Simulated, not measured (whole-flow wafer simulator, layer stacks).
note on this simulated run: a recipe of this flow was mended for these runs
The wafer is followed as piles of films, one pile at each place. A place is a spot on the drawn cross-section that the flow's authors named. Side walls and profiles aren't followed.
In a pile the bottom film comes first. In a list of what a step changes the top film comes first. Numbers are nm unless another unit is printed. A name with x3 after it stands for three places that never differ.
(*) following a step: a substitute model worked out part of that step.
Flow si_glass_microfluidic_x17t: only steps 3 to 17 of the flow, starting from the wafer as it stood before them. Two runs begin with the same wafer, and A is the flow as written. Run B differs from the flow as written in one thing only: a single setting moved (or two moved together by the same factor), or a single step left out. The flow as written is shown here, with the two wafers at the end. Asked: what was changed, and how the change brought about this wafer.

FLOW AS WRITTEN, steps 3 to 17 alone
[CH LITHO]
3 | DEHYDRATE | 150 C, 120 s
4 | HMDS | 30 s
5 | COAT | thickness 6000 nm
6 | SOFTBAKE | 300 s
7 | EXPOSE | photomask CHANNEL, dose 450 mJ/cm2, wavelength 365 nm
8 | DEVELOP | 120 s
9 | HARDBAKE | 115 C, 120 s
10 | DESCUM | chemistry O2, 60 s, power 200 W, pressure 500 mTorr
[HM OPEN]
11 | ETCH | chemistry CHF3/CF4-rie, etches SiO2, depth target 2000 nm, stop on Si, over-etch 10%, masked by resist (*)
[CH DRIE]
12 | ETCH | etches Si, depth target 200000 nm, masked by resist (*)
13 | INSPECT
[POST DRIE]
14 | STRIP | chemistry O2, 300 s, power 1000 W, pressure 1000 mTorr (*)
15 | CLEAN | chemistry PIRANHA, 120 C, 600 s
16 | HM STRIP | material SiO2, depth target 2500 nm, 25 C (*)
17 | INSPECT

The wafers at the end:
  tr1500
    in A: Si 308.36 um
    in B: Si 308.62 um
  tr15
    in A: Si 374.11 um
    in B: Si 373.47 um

Cause: step 5, COAT: thickness 4200 nm was run, while the flow as written has thickness 6000 nm.

Step by step, how the change led to this:
  5 | COAT | thickness 6000 nm
      land, tr110, tr1500, tr15: A +6000 thick-i-line-resist (new film) | B +4200 thick-i-line-resist (new film)
  8 | DEVELOP | 120 s
      tr110, tr1500, tr15: A -6000 thick-i-line-resist (all of it) | B -4200 thick-i-line-resist (all of it)
  9 | HARDBAKE | 115 C, 120 s
      land: A -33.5 thick-i-line-resist | B -20.2 thick-i-line-resist
  12 | ETCH | etches Si, depth target 200000 nm, masked by resist (*)
      tr1500: A -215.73 um Si | B -215.47 um Si
      tr15: A -149.99 um Si | B -150.63 um Si
  14 | STRIP | chemistry O2, 300 s, power 1000 W, pressure 1000 mTorr (*)
      land: A -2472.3 thick-i-line-resist (all of it) | B -688.9 thick-i-line-resist (all of it)
